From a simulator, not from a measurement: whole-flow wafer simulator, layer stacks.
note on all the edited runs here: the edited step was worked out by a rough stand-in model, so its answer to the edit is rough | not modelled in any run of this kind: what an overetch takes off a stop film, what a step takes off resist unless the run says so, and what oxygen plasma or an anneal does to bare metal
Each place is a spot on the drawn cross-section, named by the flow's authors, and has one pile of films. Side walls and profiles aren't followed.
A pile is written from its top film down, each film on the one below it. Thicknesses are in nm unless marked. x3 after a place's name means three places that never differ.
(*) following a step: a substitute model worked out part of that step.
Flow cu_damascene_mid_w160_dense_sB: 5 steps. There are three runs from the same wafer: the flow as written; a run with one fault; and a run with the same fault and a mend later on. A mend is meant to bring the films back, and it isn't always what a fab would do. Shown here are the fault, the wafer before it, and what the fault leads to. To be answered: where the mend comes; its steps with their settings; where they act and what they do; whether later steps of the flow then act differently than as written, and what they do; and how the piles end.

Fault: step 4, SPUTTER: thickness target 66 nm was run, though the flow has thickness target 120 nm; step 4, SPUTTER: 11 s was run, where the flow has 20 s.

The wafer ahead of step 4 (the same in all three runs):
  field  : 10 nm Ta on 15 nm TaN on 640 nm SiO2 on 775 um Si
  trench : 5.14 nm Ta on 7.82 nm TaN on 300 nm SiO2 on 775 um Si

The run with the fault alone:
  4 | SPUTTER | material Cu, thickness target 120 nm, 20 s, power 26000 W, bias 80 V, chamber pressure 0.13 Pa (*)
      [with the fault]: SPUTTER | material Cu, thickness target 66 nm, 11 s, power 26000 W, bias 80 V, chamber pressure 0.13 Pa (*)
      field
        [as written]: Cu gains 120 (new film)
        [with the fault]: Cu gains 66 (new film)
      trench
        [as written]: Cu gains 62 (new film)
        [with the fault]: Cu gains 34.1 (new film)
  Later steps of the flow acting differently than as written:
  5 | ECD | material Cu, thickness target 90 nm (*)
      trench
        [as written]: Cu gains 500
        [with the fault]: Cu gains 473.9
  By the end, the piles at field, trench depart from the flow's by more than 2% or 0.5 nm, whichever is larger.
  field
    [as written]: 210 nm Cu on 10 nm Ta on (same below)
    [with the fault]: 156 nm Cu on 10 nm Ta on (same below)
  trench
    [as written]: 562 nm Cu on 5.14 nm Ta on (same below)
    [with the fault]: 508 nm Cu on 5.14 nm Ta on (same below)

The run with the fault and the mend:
  After step 4 comes the mend.
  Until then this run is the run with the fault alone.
  4a | SPUTTER | material Cu, thickness target 54 nm, 9 s, power 26000 W, bias 80 V, chamber pressure 0.13 Pa (*) (a further turn of the flow's step 4, with different settings)
      field
        Cu gains 54
      trench
        Cu gains 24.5
  Later steps of the flow that are run all act as written at every place that is followed, up to a difference of at most 2% or 0.5 nm, whichever is larger.
  At every place that both follow, the piles at the end match the flow's.
